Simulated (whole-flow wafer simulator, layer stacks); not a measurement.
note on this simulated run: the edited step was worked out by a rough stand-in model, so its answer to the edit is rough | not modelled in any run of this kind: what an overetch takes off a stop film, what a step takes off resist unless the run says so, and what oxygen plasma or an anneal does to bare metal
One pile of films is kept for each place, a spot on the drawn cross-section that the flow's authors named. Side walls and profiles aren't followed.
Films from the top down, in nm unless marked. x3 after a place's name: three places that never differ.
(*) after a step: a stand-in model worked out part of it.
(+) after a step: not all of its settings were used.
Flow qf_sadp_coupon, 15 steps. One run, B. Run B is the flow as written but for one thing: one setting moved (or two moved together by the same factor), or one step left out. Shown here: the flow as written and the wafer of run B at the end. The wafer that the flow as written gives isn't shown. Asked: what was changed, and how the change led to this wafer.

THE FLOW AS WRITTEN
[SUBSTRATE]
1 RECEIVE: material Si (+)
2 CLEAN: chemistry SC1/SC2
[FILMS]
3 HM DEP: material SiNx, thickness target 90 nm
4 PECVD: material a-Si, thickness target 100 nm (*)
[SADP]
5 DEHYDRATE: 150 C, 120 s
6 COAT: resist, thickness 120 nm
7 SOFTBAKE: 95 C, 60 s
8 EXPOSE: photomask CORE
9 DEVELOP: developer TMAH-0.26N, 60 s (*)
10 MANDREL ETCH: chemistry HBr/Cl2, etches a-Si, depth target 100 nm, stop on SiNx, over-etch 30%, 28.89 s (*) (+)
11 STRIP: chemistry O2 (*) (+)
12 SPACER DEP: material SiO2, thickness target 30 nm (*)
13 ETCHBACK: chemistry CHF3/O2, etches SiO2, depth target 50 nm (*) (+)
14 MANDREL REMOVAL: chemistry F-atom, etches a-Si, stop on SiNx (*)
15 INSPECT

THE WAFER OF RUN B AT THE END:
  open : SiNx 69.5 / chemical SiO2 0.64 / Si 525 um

The cause: step 4, PECVD: thickness target 120 nm was run, where the flow has thickness target 100 nm.

How the change led to this, step by step:
  4 PECVD: material a-Si, thickness target 100 nm (*)
      m, open: a-Si +120 (new film) (as written it would be: a-Si +100 (new film))
  10 MANDREL ETCH: chemistry HBr/Cl2, etches a-Si, depth target 100 nm, stop on SiNx, over-etch 30%, 28.89 s (*) (+)
      open: a-Si -120 (all of it), SiNx -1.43 (as written it would be: a-Si -100 (all of it), SiNx -4.29)
  14 MANDREL REMOVAL: chemistry F-atom, etches a-Si, stop on SiNx (*)
      m: a-Si -115.8 (all of it) (as written it would be: a-Si -95.8 (all of it))
